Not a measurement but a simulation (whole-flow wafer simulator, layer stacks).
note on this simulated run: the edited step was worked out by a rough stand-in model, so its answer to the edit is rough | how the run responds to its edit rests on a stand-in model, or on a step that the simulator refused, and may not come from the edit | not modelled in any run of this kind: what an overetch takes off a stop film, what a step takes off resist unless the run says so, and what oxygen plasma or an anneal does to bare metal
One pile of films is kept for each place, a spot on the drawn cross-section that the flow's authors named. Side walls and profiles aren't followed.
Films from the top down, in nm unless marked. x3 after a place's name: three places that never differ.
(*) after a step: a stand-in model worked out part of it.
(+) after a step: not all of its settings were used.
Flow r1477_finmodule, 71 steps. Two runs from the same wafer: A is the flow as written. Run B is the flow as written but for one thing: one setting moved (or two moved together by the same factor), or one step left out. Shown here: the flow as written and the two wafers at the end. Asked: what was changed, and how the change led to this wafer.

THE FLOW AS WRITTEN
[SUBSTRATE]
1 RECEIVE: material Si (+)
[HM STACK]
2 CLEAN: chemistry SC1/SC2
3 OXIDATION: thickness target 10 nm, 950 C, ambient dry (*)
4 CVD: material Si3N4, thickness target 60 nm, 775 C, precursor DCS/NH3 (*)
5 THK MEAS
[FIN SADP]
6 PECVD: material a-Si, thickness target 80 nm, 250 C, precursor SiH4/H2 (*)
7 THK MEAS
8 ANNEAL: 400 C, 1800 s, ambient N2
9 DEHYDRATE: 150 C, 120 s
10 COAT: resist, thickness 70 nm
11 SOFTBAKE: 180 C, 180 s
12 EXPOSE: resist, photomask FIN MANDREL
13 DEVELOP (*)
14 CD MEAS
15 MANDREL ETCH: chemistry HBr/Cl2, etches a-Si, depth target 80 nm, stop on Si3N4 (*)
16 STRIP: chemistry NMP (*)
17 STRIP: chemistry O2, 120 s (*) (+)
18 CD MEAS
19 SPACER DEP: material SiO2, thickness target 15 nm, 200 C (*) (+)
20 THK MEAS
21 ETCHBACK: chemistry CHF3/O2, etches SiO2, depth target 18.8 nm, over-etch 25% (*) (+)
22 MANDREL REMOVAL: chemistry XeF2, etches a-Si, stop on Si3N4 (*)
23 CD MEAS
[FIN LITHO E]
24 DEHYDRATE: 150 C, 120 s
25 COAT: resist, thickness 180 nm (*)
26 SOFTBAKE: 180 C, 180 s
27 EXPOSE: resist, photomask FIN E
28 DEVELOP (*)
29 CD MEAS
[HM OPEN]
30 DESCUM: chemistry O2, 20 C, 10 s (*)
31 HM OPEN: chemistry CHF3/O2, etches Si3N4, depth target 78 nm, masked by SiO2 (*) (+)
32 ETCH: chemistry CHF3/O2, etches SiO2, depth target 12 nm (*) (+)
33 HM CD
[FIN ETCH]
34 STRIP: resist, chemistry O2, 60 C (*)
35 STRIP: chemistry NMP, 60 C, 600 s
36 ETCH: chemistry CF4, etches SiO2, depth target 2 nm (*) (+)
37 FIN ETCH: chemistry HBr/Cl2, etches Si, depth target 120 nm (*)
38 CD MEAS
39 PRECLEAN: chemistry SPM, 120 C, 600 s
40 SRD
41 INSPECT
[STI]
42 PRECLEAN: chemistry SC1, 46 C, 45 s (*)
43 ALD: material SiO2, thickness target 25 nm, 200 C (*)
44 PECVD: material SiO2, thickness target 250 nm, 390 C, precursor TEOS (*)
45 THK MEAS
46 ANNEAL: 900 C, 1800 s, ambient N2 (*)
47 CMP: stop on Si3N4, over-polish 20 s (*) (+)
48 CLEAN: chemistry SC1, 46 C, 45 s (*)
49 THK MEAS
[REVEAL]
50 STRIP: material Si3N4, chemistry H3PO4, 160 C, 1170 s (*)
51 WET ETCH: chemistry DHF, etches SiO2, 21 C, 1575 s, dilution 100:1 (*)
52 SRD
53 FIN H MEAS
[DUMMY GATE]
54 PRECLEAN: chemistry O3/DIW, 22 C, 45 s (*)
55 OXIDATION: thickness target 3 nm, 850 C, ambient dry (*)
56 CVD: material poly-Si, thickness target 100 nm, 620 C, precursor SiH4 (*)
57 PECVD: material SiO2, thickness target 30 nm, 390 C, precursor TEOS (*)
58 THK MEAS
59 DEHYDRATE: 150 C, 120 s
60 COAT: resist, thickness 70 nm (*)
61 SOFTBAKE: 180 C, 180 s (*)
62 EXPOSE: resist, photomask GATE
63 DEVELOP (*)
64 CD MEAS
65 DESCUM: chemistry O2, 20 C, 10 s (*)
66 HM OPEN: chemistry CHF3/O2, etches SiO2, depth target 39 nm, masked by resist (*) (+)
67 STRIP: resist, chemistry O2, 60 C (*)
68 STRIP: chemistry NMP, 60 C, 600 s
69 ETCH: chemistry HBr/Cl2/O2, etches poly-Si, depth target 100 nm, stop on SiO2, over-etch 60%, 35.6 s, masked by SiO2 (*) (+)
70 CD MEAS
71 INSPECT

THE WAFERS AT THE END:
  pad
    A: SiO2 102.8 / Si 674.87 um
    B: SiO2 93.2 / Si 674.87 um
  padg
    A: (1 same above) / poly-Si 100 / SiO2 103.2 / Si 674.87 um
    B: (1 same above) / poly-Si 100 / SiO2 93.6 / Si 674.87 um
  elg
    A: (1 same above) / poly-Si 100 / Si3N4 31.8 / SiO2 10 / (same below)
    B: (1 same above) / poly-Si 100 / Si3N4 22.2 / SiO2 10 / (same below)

The cause: step 4, CVD: thickness target 50.4 nm was run, where the flow has thickness target 60 nm.

How the change led to this, step by step:
  4 CVD: material Si3N4, thickness target 60 nm, 775 C, precursor DCS/NH3 (*)
      pad, padg, elg and 33 more: A Si3N4 +60 (new film) | B Si3N4 +50.4 (new film)
  31 HM OPEN: chemistry CHF3/O2, etches Si3N4, depth target 78 nm, masked by SiO2 (*) (+)
      s40cg, s45cg, s50cg, s40co, s45co, s50co: A Si3N4 -60 (all of it), SiO2 -9 | B Si3N4 -50.4 (all of it), SiO2 -10 (all of it)
      pad, padg, esg and 13 more: A Si3N4 -56.4 (all of it), SiO2 -10 (all of it) | B Si3N4 -46.8 (all of it), SiO2 -10 (all of it)
      (and at 14 more places)
  32 ETCH: chemistry CHF3/O2, etches SiO2, depth target 12 nm (*) (+)
      s40cg, s40co: A SiO2 -1 (all of it), Si -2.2 | B Si -2.1
      s45cg, s45co: A SiO2 -1 (all of it), Si -2.2 | B Si -2.13
      (and at 2 more places)
  34 STRIP: resist, chemistry O2, 60 C (*)
      elg, e40lg, e100lg, e200lg, elo, e40lo, e100lo, e200lo: A resist -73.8 (all of it) | B resist -81.6 (all of it)
  43 ALD: material SiO2, thickness target 25 nm, 200 C (*)
      s40cg, s45cg, s40co, s45co: A SiO2 +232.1 (new film) | B SiO2 +226.3 (new film)
      s50cg, s50co: A SiO2 +232.1 (new film) | B SiO2 +226.4 (new film)
      (and at 1 more place)
  47 CMP: stop on Si3N4, over-polish 20 s (*) (+)
      pad, padg, e40sg and 11 more: A SiO2 -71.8 | B SiO2 -81.4
      eso: A SiO2 -72.4 | B SiO2 -82
  50 STRIP: material Si3N4, chemistry H3PO4, 160 C, 1170 s (*)
      s40sg_line, s45sg_line, s50sg_line, s40so_line, s45so_line, s50so_line: A Si3N4 -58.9 (all of it), SiO2 -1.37 | B Si3N4 -49.3 (all of it), SiO2 -1.67
  56 CVD: material poly-Si, thickness target 100 nm, 620 C, precursor SiH4 (*)
      s40cg, s40co: A poly-Si +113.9 (new film) | B poly-Si +125.5 (new film)
      s45cg, s45co: A poly-Si +113.4 (new film) | B poly-Si +125.5 (new film)
      (and at 2 more places)
  60 COAT: resist, thickness 70 nm (*)
      s40cg, s40co: A resist +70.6 (new film) | B resist +68.7 (new film)
      s40sg, s40so: A resist +91 (new film) | B resist +100.7 (new film)
      (and at 8 more places)
  63 DEVELOP (*)
      s40co: A resist -70.6 (all of it) | B resist -68.7 (all of it)
      s40so: A resist -91 (all of it) | B resist -100.7 (all of it)
      (and at 4 more places)
  67 STRIP: resist, chemistry O2, 60 C (*)
      s40cg: A resist -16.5 (all of it) | B resist -14.6 (all of it)
      s40sg: A resist -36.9 (all of it) | B resist -46.6 (all of it)
      (and at 5 more places)
  69 ETCH: chemistry HBr/Cl2/O2, etches poly-Si, depth target 100 nm, stop on SiO2, over-etch 60%, 35.6 s, masked by SiO2 (*) (+)
      s40co: A chemical SiO2 -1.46 (all of it), poly-Si -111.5 (all of it), SiO2 -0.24 | B chemical SiO2 -1.46 (all of it), poly-Si -123.1 (all of it), SiO2 -0.18
      s45co: A chemical SiO2 -1.46 (all of it), poly-Si -110.9 (all of it), SiO2 -0.25 | B chemical SiO2 -1.46 (all of it), poly-Si -123.1 (all of it), SiO2 -0.18
      (and at 1 more place)
